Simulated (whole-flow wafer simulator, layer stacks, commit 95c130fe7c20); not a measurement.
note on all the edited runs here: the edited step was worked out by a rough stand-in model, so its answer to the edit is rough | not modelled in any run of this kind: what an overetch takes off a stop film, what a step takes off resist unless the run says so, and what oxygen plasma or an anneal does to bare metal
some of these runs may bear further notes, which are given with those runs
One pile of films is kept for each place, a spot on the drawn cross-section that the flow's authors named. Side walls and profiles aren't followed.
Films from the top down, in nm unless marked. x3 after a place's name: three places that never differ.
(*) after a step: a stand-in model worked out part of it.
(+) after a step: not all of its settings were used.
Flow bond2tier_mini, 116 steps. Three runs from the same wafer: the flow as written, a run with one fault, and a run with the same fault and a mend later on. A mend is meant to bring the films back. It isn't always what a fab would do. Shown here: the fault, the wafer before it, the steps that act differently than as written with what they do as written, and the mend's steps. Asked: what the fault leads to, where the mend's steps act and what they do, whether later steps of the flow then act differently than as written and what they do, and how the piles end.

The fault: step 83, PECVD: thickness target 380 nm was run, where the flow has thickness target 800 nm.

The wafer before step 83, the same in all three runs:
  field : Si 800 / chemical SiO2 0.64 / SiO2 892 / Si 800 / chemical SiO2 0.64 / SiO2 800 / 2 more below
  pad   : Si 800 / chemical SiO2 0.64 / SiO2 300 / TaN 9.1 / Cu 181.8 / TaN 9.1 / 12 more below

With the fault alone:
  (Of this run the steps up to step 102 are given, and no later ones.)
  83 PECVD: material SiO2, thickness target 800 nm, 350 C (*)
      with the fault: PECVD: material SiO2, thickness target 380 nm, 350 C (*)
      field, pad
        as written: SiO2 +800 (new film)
        with the fault: SiO2 +380 (new film)
  Later steps of the flow that act differently than as written (1 more step differs only slightly, by at most 2% or 0.5 nm, whichever is larger, and isn't shown):
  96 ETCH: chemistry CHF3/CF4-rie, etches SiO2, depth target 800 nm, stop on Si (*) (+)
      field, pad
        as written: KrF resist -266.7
        with the fault: KrF resist -171.5
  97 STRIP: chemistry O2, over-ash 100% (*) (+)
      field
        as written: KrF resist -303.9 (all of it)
        with the fault: KrF resist -399.1 (all of it)
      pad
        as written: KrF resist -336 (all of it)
        with the fault: KrF resist -431.1 (all of it)
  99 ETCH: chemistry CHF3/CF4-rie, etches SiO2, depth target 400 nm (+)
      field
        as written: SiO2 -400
        with the fault: SiO2 -372 (all of it), Si -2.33
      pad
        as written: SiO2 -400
        with the fault: SiO2 -335 (all of it), Si -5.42
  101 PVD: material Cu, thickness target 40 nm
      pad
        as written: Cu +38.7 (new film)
        with the fault: Cu +40 (new film)
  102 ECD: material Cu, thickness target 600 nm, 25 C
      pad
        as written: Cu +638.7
        with the fault: Cu +603.1
  After step 102 the piles differ from the flow's by more than 2% or 0.5 nm, whichever is larger, at field, pad.
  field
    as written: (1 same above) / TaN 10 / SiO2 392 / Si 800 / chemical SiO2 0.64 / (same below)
    with the fault: (1 same above) / TaN 10 / Si 797.7 / chemical SiO2 0.64 / (same below)
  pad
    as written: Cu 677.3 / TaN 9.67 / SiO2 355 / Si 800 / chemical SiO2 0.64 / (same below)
    with the fault: Cu 643.1 / TaN 10 / Si 794.6 / chemical SiO2 0.64 / (same below)

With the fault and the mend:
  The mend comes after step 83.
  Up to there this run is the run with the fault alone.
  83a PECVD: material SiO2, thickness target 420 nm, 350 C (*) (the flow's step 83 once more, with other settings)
      field, pad
        SiO2 +420
  No later step of the flow acts differently than as written at any place that is followed.
  At the end the piles are the same as the flow's at every place that both follow.
